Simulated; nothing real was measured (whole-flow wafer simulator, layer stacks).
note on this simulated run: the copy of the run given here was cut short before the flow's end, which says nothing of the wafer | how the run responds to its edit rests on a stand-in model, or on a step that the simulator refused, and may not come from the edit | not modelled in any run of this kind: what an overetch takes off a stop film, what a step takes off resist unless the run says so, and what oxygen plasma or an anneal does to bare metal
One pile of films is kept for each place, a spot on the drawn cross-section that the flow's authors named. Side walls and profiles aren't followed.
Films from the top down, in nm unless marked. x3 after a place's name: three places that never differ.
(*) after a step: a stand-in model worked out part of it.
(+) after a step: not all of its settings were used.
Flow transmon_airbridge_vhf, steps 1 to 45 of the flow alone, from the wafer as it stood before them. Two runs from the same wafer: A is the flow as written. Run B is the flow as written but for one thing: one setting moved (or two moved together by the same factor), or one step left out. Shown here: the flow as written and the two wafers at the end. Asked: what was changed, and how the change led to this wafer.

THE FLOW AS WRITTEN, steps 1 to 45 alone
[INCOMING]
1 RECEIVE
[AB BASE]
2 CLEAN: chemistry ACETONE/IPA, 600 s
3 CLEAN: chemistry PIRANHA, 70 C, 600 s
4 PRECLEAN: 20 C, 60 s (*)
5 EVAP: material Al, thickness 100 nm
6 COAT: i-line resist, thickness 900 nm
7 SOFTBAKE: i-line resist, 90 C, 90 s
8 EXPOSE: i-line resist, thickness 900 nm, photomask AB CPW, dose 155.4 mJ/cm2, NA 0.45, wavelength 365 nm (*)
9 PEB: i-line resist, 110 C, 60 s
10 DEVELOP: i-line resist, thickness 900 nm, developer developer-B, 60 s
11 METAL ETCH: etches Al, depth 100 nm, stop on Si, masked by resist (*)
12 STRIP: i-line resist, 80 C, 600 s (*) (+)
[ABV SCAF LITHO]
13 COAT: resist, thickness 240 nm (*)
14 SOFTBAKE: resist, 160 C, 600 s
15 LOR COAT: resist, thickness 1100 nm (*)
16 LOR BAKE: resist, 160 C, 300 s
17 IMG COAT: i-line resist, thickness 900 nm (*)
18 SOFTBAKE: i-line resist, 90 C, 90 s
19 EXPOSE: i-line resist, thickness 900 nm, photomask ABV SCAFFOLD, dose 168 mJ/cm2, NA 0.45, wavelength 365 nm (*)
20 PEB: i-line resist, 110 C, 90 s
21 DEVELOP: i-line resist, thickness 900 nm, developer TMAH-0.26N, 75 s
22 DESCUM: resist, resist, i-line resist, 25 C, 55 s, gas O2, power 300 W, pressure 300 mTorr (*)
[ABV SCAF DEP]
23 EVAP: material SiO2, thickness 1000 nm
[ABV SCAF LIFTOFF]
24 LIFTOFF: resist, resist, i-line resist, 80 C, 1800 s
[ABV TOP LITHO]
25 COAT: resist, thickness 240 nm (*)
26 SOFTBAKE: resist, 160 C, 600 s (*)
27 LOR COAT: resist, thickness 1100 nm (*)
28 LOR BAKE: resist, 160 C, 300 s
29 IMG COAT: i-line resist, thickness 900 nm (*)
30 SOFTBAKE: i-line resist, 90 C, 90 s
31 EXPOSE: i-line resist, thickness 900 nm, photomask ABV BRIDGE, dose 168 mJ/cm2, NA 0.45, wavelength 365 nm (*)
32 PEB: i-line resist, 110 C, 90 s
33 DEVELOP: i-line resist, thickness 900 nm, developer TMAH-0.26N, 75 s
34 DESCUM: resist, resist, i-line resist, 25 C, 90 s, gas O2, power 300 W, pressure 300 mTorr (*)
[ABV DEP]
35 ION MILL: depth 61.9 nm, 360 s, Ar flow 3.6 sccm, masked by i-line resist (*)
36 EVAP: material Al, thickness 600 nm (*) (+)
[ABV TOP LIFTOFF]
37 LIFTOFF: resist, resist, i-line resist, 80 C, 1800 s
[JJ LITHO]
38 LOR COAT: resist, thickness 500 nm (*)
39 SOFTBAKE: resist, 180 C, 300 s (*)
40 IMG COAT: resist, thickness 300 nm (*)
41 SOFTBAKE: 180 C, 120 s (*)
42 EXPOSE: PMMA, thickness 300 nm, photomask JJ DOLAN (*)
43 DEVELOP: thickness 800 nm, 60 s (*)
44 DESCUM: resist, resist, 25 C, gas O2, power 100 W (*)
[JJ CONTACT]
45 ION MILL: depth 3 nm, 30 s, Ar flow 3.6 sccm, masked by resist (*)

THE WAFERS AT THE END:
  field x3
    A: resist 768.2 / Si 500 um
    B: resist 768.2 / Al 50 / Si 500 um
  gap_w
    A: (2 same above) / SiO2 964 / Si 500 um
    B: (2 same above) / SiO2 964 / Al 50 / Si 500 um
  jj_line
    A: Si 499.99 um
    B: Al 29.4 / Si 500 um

The cause: step 5, EVAP: thickness 150 nm was run, where the flow has thickness 100 nm.

How the change led to this, step by step:
  5 EVAP: material Al, thickness 100 nm
      field x3, jj_line, ground_far and 12 more: A Al +100 (new film) | B Al +150 (new film)
  11 METAL ETCH: etches Al, depth 100 nm, stop on Si, masked by resist (*)
      field x3, jj_line, gap_w, gap_e: A Al -100 (all of it) | B Al -100
  45 ION MILL: depth 3 nm, 30 s, Ar flow 3.6 sccm, masked by resist (*)
      jj_line: A Si -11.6 | B Al -20.6
Counting metal films that touch as one body, field x3 has 1 body; the flow as written gives 0 bodies.
Counting metal films that touch as one body, gap_w has 2 bodies (between them, from the top down: SiO2 964); the flow as written gives 1 body.
Counting metal films that touch as one body, jj_line has 1 body; the flow as written gives 0 bodies.
